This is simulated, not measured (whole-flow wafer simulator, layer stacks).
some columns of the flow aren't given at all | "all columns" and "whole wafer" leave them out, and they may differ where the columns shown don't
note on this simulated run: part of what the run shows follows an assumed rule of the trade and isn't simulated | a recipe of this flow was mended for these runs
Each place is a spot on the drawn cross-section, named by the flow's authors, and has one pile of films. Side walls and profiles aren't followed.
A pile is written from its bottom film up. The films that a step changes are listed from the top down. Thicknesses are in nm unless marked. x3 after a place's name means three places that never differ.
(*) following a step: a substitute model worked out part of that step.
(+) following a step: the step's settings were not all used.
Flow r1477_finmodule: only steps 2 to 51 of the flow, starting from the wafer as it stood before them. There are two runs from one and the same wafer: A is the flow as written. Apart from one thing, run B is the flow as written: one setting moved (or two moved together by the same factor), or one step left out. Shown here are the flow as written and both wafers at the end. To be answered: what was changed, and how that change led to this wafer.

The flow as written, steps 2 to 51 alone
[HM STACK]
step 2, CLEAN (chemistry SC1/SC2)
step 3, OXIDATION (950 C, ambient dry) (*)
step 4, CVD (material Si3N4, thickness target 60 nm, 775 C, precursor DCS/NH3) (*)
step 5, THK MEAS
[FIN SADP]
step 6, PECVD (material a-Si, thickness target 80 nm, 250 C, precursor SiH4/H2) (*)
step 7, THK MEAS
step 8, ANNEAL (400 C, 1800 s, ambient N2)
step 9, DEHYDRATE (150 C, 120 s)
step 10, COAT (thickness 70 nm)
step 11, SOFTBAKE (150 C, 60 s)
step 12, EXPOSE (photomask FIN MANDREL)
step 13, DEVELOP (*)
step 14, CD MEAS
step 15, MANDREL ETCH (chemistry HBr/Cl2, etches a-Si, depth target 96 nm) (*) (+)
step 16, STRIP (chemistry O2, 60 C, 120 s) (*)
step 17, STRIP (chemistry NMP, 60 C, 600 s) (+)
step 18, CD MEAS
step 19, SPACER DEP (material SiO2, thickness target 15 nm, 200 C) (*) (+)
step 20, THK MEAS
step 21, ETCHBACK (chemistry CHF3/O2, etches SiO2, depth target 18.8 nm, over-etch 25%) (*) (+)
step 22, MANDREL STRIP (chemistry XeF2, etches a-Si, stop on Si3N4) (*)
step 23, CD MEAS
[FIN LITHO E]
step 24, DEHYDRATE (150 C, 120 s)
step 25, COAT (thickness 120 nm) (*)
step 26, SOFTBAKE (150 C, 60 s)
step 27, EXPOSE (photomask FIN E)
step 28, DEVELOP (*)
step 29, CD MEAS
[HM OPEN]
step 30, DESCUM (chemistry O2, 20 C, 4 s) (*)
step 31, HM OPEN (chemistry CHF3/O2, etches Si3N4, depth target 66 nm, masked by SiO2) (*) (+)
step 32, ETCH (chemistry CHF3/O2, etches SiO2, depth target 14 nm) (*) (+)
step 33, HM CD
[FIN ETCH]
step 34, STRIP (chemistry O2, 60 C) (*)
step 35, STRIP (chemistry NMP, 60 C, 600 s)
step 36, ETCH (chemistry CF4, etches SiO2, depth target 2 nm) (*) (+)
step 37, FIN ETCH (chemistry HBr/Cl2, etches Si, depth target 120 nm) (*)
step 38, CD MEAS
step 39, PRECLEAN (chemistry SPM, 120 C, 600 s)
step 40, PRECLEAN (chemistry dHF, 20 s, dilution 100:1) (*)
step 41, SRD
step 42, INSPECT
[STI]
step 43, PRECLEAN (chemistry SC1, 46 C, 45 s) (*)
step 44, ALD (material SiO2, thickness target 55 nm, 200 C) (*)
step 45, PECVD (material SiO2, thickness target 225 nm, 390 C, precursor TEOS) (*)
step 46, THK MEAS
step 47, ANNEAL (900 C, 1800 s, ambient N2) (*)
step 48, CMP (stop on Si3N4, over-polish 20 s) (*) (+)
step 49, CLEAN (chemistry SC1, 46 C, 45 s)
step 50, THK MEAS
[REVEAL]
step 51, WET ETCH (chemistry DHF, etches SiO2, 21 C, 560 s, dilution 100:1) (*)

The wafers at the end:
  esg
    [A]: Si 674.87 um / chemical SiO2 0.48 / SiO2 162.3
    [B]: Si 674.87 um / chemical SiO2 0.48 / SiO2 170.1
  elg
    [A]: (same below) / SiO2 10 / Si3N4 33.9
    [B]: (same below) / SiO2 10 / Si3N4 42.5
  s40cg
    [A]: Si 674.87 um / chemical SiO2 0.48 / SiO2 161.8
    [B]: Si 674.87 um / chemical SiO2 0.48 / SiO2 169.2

Cause: step 4, CVD: thickness target 68.6 nm was run, whereas the flow has thickness target 60 nm.

Step by step, how the change led to this:
  step 4, CVD (material Si3N4, thickness target 60 nm, 775 C, precursor DCS/NH3) (*)
      pad, padg, elg and 33 more: A +60 Si3N4 (new film) | B +68.6 Si3N4 (new film)
  step 31, HM OPEN (chemistry CHF3/O2, etches Si3N4, depth target 66 nm, masked by SiO2) (*) (+)
      s40cg, s45cg, s50cg, s40co, s45co, s50co: A -60 Si3N4 (all of it), -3 SiO2 | B -66 Si3N4
      pad, padg, esg and 13 more: A -54.1 Si3N4 (all of it), -5.95 SiO2 | B -62.7 Si3N4 (all of it), -1.65 SiO2
  step 32, ETCH (chemistry CHF3/O2, etches SiO2, depth target 14 nm) (*) (+)
      s40cg, s45cg, s50cg, s40co, s45co, s50co: A -7 SiO2 (all of it), -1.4 Si | B -2.6 Si3N4 (all of it), -10 SiO2 (all of it), -0.25 Si
      pad, padg, esg and 13 more: A -4.05 SiO2 (all of it), -1.99 Si | B -8.35 SiO2 (all of it), -1.13 Si
  step 44, ALD (material SiO2, thickness target 55 nm, 200 C) (*)
      esg, e40sg, e100sg, e200sg, eso, e40so, e100so, e200so: A +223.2 SiO2 (new film) | B +230.9 SiO2 (new film)
      s40cg, s45cg, s50cg, s40co, s45co, s50co: A +263.2 SiO2 (new film) | B +270.6 SiO2 (new film)
      (as well as at 6 more places)
  step 48, CMP (stop on Si3N4, over-polish 20 s) (*) (+)
      pad, padg: A -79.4 SiO2 | B -71.7 SiO2
